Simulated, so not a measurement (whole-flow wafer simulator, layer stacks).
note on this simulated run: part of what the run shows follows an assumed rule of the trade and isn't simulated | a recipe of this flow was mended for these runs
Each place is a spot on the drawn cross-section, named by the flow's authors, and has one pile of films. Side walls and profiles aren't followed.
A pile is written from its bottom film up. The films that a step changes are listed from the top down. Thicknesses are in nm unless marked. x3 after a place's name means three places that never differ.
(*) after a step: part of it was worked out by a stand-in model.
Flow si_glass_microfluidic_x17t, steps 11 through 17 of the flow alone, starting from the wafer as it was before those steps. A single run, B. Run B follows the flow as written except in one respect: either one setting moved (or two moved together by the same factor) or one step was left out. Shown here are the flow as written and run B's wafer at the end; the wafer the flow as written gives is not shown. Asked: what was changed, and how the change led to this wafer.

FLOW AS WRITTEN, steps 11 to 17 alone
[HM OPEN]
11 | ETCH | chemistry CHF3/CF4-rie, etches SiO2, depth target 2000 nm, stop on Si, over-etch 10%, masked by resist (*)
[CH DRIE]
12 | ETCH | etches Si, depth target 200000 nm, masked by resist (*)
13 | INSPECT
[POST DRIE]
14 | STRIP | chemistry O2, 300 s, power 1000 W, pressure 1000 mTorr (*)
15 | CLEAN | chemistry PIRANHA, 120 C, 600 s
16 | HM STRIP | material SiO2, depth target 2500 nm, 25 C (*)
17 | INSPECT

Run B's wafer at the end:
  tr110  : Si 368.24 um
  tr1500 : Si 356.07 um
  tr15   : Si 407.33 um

Cause: step 11, ETCH: depth target 1550 nm was run, whereas the flow has depth target 2000 nm.

The path from the change to this, step by step:
  11 | ETCH | chemistry CHF3/CF4-rie, etches SiO2, depth target 2000 nm, stop on Si, over-etch 10%, masked by resist (*)
      tr110, tr1500, tr15: -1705 SiO2 (in the flow as written it would be: -2000 SiO2 (all of it), -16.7 Si)
      land: -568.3 thick-i-line-resist (in the flow as written it would be: -733.3 thick-i-line-resist)
  12 | ETCH | etches Si, depth target 200000 nm, masked by resist (*)
      tr110: -295 SiO2 (all of it), -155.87 um Si (in the flow as written it would be: -200.12 um Si)
      tr1500: -295 SiO2 (all of it), -168.05 um Si (in the flow as written it would be: -215.73 um Si)
      (and at 1 other place as well)
  14 | STRIP | chemistry O2, 300 s, power 1000 W, pressure 1000 mTorr (*)
      land: -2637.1 thick-i-line-resist (all of it) (in the flow as written it would be: -2472.3 thick-i-line-resist (all of it))
